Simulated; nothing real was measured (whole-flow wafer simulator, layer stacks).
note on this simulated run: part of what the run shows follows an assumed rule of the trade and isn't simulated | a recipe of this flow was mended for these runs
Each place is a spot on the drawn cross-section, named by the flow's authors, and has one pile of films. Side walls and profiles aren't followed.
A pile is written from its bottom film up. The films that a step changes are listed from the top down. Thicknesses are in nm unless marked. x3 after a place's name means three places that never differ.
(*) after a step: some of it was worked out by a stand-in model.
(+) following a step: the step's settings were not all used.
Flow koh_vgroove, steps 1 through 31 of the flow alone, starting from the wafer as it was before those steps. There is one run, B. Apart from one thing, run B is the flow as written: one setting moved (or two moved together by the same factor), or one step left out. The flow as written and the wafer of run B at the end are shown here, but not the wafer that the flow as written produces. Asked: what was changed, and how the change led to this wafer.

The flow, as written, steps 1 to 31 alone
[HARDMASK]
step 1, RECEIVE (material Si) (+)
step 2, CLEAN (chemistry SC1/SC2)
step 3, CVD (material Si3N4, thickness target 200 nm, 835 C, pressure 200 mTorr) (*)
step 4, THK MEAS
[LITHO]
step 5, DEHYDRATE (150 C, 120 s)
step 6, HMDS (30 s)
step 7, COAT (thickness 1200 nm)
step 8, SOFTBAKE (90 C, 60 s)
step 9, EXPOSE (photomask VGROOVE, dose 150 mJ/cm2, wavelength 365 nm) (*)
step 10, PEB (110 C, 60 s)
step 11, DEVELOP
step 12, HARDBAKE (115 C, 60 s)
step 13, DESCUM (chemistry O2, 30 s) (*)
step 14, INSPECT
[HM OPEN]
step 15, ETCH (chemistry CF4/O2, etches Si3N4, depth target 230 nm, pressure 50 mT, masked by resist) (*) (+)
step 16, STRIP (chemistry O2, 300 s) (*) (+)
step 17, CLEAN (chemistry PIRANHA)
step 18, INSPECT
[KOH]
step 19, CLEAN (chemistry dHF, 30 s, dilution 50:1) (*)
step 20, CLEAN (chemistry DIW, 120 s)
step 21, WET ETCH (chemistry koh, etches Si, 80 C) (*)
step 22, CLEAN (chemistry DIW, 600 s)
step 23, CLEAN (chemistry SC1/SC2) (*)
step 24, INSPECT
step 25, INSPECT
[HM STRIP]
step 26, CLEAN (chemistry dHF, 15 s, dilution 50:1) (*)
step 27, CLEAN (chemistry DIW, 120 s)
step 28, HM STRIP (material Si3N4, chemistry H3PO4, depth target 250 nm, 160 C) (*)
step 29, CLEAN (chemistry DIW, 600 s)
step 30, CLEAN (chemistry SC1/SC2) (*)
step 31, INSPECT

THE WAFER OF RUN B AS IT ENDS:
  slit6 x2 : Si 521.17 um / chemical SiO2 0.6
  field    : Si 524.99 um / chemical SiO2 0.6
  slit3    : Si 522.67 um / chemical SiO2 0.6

The reason: step 3, CVD: thickness target 140 nm was run, though the flow has thickness target 200 nm.

How this came from the change, step by step:
  step 3, CVD (material Si3N4, thickness target 200 nm, 835 C, pressure 200 mTorr) (*)
      field, slit3, slit2, slit6 x2: +140 Si3N4 (new film) (as written it would have been: +200 Si3N4 (new film))
  step 15, ETCH (chemistry CF4/O2, etches Si3N4, depth target 230 nm, pressure 50 mT, masked by resist) (*) (+)
      slit3, slit2, slit6 x2: -140 Si3N4 (all of it), -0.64 chemical SiO2 (all of it), -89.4 Si (as written it would have been: -200 Si3N4 (all of it), -0.64 chemical SiO2 (all of it), -29.4 Si)
  step 28, HM STRIP (material Si3N4, chemistry H3PO4, depth target 250 nm, 160 C) (*)
      field: -138.7 Si3N4 (all of it), -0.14 chemical SiO2, -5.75 Si (as written it would have been: -198.7 Si3N4 (all of it), -0.14 chemical SiO2, -2.75 Si)
